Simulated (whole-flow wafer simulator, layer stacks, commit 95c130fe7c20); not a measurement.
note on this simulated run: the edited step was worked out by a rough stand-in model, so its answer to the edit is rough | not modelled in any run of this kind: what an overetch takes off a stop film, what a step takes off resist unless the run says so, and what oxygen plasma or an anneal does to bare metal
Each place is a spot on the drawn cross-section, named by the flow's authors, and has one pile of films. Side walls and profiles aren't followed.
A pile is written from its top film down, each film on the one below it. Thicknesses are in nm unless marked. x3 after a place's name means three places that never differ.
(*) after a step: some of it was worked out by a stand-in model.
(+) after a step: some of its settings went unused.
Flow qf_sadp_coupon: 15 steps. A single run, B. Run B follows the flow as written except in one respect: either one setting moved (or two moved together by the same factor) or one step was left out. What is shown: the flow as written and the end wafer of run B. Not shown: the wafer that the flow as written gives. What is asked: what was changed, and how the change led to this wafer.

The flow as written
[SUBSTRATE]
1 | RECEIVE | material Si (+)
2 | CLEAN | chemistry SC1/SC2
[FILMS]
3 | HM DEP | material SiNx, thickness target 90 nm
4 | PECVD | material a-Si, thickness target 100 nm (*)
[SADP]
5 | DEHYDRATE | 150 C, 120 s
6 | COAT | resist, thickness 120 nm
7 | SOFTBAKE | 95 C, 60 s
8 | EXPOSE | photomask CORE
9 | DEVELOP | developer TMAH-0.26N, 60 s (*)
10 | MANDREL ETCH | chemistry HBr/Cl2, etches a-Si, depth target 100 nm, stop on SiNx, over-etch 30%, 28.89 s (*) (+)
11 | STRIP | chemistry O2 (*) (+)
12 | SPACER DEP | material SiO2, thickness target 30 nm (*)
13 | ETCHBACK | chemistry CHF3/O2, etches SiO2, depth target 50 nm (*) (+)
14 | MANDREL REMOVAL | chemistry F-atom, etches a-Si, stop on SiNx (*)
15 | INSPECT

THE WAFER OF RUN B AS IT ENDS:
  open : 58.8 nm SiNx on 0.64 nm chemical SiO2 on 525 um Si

What caused this: step 10, MANDREL ETCH: depth target 142.5 nm was run, while the flow as written has depth target 100 nm; step 10, MANDREL ETCH: 41.17 s was run, where the flow has 28.89 s.

Step by step, how the change led to this:
  10 | MANDREL ETCH | chemistry HBr/Cl2, etches a-Si, depth target 100 nm, stop on SiNx, over-etch 30%, 28.89 s (*) (+)
      m: -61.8 resist (in the flow as written it would be: -43.3 resist)
      open: -100 a-Si (all of it), -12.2 SiNx (in the flow as written it would be: -100 a-Si (all of it), -4.29 SiNx)
  11 | STRIP | chemistry O2 (*) (+)
      m: +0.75 chemical SiO2 (new film), -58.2 resist (all of it), -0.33 a-Si (in the flow as written it would be: +0.74 chemical SiO2 (new film), -76.7 resist (all of it), -0.32 a-Si)
